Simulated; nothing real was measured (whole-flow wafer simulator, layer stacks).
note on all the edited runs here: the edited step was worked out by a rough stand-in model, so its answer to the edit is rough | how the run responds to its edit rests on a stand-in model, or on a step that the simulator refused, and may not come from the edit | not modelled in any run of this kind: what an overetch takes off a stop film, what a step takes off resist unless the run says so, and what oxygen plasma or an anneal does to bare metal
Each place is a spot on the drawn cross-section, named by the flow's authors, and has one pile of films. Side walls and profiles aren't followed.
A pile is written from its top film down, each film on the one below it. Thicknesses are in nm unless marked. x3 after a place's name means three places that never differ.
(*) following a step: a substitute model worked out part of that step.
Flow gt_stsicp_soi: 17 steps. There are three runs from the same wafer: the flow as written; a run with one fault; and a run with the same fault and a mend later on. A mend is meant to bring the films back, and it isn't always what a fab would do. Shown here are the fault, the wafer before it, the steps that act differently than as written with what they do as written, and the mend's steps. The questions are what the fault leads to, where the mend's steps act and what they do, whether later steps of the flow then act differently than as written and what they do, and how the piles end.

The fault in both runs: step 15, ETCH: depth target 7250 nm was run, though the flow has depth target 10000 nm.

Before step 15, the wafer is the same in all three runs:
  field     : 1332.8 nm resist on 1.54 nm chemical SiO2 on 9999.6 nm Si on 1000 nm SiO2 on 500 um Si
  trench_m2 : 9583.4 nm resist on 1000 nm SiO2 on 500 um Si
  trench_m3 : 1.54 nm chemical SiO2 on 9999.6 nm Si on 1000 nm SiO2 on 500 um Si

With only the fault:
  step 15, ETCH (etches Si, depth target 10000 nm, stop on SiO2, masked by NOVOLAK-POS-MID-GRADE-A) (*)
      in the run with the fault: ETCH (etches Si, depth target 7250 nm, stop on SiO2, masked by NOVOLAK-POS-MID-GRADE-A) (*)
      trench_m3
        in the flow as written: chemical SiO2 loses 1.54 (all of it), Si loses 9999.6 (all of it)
        in the run with the fault: chemical SiO2 loses 1.54 (all of it), Si loses 7250
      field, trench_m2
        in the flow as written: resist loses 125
        in the run with the fault: resist loses 90.6
  Steps further on in the flow that do not act as written:
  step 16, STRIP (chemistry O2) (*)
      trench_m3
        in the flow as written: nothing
        in the run with the fault: chemical SiO2 gains 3 (new film), Si loses 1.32
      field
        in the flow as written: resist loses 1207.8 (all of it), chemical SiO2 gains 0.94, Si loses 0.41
        in the run with the fault: resist loses 1242.1 (all of it), chemical SiO2 gains 0.94, Si loses 0.41
  By the end, the piles at trench_m3 depart from the flow's by more than 2% or 0.5 nm, whichever is larger.
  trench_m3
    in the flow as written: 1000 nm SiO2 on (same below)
    in the run with the fault: 3 nm chemical SiO2 on 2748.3 nm Si on 1000 nm SiO2 on (same below)

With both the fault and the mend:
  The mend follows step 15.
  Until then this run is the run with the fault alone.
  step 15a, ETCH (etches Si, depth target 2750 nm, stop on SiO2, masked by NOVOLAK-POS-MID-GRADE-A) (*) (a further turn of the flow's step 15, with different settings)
      field, trench_m2
        resist loses 34.4
      trench_m3
        Si loses 2749.6 (all of it)
  None of the later steps of the flow acts differently than as written at any place that is followed.
  The piles end the same as the flow's at every place that both follow.
